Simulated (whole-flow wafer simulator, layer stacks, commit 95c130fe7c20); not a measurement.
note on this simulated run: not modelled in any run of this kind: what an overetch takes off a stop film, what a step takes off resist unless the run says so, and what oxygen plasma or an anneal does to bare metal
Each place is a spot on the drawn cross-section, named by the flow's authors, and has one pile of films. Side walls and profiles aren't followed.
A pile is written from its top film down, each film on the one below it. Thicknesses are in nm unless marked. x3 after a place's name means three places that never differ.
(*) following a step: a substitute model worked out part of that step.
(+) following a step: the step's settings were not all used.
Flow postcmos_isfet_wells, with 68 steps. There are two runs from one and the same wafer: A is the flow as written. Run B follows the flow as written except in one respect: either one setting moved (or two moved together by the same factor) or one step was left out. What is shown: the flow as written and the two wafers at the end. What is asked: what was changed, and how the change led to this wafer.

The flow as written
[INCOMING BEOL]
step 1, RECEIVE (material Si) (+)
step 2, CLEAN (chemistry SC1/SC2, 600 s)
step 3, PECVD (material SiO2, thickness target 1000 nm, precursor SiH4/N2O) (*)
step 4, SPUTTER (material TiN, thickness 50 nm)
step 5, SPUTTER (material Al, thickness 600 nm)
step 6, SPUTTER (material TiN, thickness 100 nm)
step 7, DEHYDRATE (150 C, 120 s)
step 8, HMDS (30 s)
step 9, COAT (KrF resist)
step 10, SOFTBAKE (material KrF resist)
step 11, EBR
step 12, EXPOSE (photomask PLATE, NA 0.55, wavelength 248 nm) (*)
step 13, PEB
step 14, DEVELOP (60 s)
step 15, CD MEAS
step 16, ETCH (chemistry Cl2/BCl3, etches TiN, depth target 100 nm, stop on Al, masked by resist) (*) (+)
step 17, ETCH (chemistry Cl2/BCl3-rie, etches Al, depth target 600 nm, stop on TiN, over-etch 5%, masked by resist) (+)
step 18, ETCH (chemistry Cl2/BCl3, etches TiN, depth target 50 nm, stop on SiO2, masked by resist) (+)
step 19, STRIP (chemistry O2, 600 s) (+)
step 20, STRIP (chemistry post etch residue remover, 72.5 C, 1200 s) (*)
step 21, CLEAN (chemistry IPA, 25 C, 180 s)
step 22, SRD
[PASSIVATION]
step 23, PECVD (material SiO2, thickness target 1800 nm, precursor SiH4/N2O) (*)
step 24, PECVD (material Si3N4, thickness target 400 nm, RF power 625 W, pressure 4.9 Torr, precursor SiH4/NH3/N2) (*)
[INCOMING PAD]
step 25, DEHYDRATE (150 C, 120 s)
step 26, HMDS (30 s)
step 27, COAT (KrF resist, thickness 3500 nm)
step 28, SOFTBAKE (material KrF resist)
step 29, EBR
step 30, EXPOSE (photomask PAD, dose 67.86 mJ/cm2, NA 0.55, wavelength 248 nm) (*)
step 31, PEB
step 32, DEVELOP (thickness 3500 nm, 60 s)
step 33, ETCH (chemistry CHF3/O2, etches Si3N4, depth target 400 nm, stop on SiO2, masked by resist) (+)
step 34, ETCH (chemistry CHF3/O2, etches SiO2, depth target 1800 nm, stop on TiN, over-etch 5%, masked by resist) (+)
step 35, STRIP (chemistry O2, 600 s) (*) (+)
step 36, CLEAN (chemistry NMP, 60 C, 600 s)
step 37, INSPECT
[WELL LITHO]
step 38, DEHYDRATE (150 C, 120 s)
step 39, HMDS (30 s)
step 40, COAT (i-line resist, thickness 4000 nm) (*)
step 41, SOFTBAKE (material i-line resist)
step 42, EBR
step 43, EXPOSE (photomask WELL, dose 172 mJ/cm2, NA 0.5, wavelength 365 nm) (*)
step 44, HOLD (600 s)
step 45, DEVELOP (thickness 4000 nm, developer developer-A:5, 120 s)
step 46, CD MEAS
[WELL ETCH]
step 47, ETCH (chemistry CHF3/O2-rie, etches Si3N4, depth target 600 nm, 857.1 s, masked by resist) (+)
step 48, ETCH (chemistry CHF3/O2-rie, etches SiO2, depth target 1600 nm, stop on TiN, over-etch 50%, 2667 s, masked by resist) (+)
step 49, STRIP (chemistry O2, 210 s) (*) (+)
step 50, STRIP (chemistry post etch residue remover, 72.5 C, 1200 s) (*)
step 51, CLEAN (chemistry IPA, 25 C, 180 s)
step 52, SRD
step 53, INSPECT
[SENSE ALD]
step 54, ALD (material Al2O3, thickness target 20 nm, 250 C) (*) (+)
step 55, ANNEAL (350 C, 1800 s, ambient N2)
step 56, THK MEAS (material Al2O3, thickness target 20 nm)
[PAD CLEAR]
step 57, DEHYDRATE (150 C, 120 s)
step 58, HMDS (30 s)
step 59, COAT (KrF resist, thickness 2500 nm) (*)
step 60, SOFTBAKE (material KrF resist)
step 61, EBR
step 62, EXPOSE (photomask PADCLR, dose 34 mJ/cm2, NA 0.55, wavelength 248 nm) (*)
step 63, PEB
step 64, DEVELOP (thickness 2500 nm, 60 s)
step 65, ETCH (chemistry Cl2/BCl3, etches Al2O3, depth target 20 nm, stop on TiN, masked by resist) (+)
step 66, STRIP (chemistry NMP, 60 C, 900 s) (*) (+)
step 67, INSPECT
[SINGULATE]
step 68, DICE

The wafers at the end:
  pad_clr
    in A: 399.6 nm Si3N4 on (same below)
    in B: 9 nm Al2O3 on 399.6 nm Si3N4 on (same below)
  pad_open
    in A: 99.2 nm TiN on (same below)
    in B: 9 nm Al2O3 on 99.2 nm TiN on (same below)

What caused this: step 65, ETCH: depth target 11 nm was run, while the flow as written has depth target 20 nm.

How this came from the change, step by step:
  step 65, ETCH (chemistry Cl2/BCl3, etches Al2O3, depth target 20 nm, stop on TiN, masked by resist) (+)
      pad_clr, pad_open: A -20 Al2O3 (all of it) | B -11 Al2O3
      field, margin, pad_rim: A -25 KrF resist | B -13.8 KrF resist
